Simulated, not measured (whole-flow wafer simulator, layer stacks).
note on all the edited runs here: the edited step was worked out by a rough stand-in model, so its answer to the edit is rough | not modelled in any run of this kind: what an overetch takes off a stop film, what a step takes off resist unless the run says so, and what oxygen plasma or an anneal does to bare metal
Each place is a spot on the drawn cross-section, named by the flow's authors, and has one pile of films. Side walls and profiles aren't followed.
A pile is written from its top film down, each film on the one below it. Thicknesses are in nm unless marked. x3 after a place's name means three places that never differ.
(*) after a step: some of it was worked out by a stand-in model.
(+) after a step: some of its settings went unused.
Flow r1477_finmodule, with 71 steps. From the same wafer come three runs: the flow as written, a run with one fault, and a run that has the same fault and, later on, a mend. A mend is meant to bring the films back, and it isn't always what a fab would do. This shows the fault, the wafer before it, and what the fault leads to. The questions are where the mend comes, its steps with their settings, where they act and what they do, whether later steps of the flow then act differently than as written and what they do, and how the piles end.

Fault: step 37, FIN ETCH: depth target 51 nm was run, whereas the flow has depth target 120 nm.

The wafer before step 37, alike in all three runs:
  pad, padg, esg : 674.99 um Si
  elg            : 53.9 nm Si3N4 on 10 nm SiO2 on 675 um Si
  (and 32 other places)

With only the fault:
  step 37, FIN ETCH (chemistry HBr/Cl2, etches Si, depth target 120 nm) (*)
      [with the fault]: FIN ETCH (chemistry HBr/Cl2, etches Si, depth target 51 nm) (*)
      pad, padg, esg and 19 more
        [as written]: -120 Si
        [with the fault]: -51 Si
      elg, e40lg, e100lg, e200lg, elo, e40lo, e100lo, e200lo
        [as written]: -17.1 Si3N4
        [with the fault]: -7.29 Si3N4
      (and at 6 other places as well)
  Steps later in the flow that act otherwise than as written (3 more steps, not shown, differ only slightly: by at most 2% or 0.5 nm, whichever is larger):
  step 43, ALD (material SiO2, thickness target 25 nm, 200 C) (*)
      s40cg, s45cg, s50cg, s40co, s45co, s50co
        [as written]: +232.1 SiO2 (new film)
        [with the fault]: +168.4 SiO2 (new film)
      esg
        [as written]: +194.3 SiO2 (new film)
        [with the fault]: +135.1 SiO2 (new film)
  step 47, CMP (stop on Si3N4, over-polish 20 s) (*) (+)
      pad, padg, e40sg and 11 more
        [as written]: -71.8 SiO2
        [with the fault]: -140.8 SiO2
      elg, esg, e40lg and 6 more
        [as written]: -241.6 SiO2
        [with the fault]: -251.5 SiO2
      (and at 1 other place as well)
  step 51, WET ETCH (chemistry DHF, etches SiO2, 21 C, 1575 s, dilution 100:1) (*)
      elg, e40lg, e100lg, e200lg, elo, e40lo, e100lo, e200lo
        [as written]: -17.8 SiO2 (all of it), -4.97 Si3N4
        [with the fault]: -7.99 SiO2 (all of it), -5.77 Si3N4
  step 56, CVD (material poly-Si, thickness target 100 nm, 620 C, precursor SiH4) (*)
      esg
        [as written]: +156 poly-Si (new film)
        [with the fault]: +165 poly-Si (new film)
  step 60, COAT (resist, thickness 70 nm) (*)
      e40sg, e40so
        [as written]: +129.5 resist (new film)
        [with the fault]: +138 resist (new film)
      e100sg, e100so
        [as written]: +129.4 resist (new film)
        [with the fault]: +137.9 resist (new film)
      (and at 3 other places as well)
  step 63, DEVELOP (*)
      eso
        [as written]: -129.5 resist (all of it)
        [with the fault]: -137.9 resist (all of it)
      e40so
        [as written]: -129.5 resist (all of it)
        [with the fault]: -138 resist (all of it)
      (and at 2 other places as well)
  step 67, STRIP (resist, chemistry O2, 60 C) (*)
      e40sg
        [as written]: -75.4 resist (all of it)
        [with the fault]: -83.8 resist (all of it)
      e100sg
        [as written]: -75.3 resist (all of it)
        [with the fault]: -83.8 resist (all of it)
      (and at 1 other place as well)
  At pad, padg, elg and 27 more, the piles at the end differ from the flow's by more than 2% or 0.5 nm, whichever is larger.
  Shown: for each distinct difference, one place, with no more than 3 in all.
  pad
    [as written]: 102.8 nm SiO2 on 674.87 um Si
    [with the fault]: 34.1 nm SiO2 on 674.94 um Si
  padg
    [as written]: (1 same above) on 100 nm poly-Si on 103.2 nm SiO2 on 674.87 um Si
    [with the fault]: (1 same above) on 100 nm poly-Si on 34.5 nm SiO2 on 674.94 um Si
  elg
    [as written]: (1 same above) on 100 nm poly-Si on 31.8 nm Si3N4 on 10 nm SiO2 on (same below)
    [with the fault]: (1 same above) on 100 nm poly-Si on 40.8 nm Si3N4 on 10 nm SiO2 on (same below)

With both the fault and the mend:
  After step 38 comes the mend.
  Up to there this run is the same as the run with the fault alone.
  step 38a, FIN ETCH (chemistry HBr/Cl2, etches Si, depth target 69 nm) (*) (the flow's step 37 again, with other settings)
      pad, padg, esg and 19 more
        -69 Si
      elg, e40lg, e100lg, e200lg, elo, e40lo, e100lo, e200lo
        -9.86 Si3N4
      s40sg_line, s45sg_line, s50sg_line, s40so_line, s45so_line, s50so_line
        -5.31 SiO2
  None of the later steps of the flow acts differently than as written at any place that is followed.
  By the end, the piles equal the flow's at every place that both follow.
